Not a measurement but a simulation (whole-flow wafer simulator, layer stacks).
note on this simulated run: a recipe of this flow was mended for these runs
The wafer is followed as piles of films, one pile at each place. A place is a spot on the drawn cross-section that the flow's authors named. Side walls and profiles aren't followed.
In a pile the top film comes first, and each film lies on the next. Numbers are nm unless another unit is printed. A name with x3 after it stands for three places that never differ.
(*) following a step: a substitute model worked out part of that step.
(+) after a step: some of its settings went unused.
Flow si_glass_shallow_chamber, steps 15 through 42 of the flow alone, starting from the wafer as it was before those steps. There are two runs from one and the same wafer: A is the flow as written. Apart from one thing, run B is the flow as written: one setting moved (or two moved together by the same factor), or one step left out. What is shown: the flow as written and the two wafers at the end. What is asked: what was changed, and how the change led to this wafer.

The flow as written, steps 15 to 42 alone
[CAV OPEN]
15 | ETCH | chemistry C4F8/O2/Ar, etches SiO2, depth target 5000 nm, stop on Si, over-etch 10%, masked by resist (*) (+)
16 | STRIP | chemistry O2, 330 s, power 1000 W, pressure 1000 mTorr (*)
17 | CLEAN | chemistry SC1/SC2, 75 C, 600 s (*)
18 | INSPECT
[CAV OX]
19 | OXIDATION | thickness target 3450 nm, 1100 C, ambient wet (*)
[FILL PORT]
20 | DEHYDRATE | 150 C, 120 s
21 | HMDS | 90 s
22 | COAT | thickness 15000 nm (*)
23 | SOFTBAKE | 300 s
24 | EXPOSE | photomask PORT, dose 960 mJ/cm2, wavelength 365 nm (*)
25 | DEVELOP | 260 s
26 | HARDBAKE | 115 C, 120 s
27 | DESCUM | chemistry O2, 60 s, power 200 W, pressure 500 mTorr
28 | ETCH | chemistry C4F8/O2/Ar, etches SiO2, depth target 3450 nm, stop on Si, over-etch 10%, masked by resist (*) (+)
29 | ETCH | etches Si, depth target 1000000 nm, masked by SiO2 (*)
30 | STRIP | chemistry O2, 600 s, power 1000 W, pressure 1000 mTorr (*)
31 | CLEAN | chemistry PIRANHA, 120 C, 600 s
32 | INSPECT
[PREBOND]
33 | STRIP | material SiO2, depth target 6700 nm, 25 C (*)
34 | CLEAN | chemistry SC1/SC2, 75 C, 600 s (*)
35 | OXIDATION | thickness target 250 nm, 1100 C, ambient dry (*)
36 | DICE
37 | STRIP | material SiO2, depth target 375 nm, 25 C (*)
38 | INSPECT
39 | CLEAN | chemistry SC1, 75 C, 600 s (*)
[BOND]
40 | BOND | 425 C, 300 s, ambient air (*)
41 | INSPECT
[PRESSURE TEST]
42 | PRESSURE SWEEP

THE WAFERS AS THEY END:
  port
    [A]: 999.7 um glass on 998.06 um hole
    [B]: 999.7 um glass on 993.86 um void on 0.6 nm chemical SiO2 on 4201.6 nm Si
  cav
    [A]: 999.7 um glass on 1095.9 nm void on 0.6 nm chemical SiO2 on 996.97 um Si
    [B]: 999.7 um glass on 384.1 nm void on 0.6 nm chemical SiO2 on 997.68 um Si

What caused this: step 15, ETCH: depth target 2656 nm was run, whereas the flow has depth target 5000 nm.

Step by step, how the change led to this:
  15 | ETCH | chemistry C4F8/O2/Ar, etches SiO2, depth target 5000 nm, stop on Si, over-etch 10%, masked by resist (*) (+)
      cav, port: A SiO2 loses 5000 (all of it), Si loses 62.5 | B SiO2 loses 2921.6
      rim, ramp, septum, ring: A thick-i-line-resist loses 1100 | B thick-i-line-resist loses 584.3
  16 | STRIP | chemistry O2, 330 s, power 1000 W, pressure 1000 mTorr (*)
      cav, port: A chemical SiO2 gains 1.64 (new film), Si loses 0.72 | B nothing
      rim, ramp, septum, ring: A thick-i-line-resist loses 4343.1 (all of it) | B thick-i-line-resist loses 4858.8 (all of it)
  17 | CLEAN | chemistry SC1/SC2, 75 C, 600 s (*)
      cav, port: A chemical SiO2 loses 1.04, Si loses 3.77 | B SiO2 loses 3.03
  19 | OXIDATION | thickness target 3450 nm, 1100 C, ambient wet (*)
      cav, port: A SiO2 gains 3450 (new film), chemical SiO2 loses 0.6 (all of it), Si loses 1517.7 | B SiO2 gains 1983.8, Si loses 872.9
  22 | COAT | thickness 15000 nm (*)
      rim: A thick-i-line-resist gains 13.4 um (new film) | B thick-i-line-resist gains 13.95 um (new film)
      ramp: A thick-i-line-resist gains 12.89 um (new film) | B thick-i-line-resist gains 13.62 um (new film)
      (as well as at 4 more places)
  23 | SOFTBAKE | 300 s
      rim: A thick-i-line-resist loses 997 | B thick-i-line-resist loses 631.2
      ramp: A thick-i-line-resist loses 487.1 | B thick-i-line-resist loses 299.4
      (as well as at 4 more places)
  25 | DEVELOP | 260 s
      port: A thick-i-line-resist loses 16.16 um (all of it) | B thick-i-line-resist loses 15.75 um (all of it)
  26 | HARDBAKE | 115 C, 120 s
      rim, ramp: A thick-i-line-resist loses 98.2 | B thick-i-line-resist loses 109.4
      cav: A thick-i-line-resist loses 147.1 | B thick-i-line-resist loses 137.9
  28 | ETCH | chemistry C4F8/O2/Ar, etches SiO2, depth target 3450 nm, stop on Si, over-etch 10%, masked by resist (*) (+)
      port: A SiO2 loses 3450 (all of it), Si loses 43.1 | B SiO2 loses 3795
  29 | ETCH | etches Si, depth target 1000000 nm, masked by SiO2 (*)
      port: A hole gains 997.05 um (new film), Si loses 997.05 um (all of it) | B SiO2 loses 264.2 (all of it), Si loses 993.48 um
      rim, ramp: A thick-i-line-resist loses 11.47 um (all of it), SiO2 loses 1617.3 | B thick-i-line-resist loses 12.38 um (all of it), SiO2 loses 1135.7
      (as well as at 2 more places)
  30 | STRIP | chemistry O2, 600 s, power 1000 W, pressure 1000 mTorr (*)
      port: A nothing | B chemical SiO2 gains 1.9 (new film), Si loses 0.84
      cav: A thick-i-line-resist loses 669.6 (all of it) | B thick-i-line-resist loses 271.7 (all of it)
  33 | STRIP | material SiO2, depth target 6700 nm, 25 C (*)
      port: A nothing | B chemical SiO2 loses 1.9 (all of it)
      rim, ramp: A SiO2 loses 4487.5 (all of it) | B SiO2 loses 4969.1 (all of it)
      (as well as at 1 more place)
  34 | CLEAN | chemistry SC1/SC2, 75 C, 600 s (*)
      port: A nothing | B chemical SiO2 gains 0.6 (new film), Si loses 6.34
  35 | OXIDATION | thickness target 250 nm, 1100 C, ambient dry (*)
      port: A nothing | B SiO2 gains 250 (new film), chemical SiO2 loses 0.6 (all of it), Si loses 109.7
  37 | STRIP | material SiO2, depth target 375 nm, 25 C (*)
      port: A nothing | B SiO2 loses 250 (all of it)
  39 | CLEAN | chemistry SC1, 75 C, 600 s (*)
      port: A nothing | B chemical SiO2 gains 0.6 (new film), Si loses 6.34
  40 | BOND | 425 C, 300 s, ambient air (*)
      port: A glass gains 999.7 um (new film), hole gains 1017.3 | B glass gains 999.7 um (new film), void gains 993.86 um (new film)
      cav: A glass gains 999.7 um (new film), void gains 1095.9 (new film) | B glass gains 999.7 um (new film), void gains 384.1 (new film)
